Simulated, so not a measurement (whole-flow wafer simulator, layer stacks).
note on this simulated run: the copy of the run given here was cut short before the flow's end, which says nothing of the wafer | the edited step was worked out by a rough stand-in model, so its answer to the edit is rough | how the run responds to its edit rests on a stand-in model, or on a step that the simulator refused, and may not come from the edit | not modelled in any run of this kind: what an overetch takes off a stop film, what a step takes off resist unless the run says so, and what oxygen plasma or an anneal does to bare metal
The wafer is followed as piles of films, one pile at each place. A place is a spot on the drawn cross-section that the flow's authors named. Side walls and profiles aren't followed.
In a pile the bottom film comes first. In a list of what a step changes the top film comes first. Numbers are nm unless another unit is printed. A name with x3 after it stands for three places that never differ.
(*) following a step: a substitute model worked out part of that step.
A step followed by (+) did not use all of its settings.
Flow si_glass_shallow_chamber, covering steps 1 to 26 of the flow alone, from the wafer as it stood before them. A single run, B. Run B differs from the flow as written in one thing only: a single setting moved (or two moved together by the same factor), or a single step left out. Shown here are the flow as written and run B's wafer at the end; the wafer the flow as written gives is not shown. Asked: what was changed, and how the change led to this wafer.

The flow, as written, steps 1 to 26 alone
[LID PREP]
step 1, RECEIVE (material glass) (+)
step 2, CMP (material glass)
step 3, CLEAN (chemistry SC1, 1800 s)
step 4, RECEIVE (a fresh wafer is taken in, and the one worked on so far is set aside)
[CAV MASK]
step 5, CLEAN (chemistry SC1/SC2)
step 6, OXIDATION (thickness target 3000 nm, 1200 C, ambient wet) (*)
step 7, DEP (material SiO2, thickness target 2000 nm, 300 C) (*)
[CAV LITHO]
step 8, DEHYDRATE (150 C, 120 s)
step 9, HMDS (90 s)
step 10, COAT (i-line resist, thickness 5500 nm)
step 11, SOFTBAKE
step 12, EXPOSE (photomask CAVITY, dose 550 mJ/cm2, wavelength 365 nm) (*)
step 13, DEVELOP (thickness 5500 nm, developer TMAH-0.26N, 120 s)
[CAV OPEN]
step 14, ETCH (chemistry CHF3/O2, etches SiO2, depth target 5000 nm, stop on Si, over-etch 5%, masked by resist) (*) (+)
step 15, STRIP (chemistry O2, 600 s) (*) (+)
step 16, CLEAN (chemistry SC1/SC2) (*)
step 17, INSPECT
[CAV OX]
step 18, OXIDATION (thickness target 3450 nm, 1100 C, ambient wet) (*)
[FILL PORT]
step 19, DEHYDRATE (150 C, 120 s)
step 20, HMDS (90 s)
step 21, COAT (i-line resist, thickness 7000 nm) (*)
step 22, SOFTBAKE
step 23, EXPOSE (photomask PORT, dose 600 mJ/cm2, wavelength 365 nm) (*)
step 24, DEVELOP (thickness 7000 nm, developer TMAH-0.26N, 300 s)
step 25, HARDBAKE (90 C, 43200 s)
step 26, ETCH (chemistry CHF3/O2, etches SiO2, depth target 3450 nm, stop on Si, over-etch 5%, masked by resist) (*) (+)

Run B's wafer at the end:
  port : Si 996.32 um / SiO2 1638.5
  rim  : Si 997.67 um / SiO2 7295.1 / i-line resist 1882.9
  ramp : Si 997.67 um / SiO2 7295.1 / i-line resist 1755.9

The reason: step 18, OXIDATION: thickness target 5261 nm was run, while the flow as written has thickness target 3450 nm.

How this came from the change, step by step:
  step 18, OXIDATION (thickness target 3450 nm, 1100 C, ambient wet) (*)
      rim, ramp, septum, ring: +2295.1 SiO2, -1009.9 Si (it would be, as written: +1109.8 SiO2, -488.3 Si)
      cav, port: +5261 SiO2 (new film), -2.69 chemical SiO2 (all of it), -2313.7 Si (it would be, as written: +3450 SiO2 (new film), -2.69 chemical SiO2 (all of it), -1516.8 Si)
  step 21, COAT (i-line resist, thickness 7000 nm) (*)
      rim: +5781 i-line resist (new film) (it would be, as written: +5660.1 i-line resist (new film))
      ramp: +5255.2 i-line resist (new film) (it would be, as written: +5087.8 i-line resist (new film))
  step 22, SOFTBAKE
      rim: -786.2 i-line resist (it would be, as written: -849 i-line resist)
      ramp: -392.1 i-line resist (it would be, as written: -434.5 i-line resist)
      (also at 4 further places)
  step 25, HARDBAKE (90 C, 43200 s)
      rim: -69 i-line resist (it would be, as written: -62.5 i-line resist)
      ramp: -64.3 i-line resist (it would be, as written: -57.1 i-line resist)
      (also at 1 further place)
  step 26, ETCH (chemistry CHF3/O2, etches SiO2, depth target 3450 nm, stop on Si, over-etch 5%, masked by resist) (*) (+)
      port: -3622.5 SiO2 (it would be, as written: -3450 SiO2 (all of it), -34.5 Si)
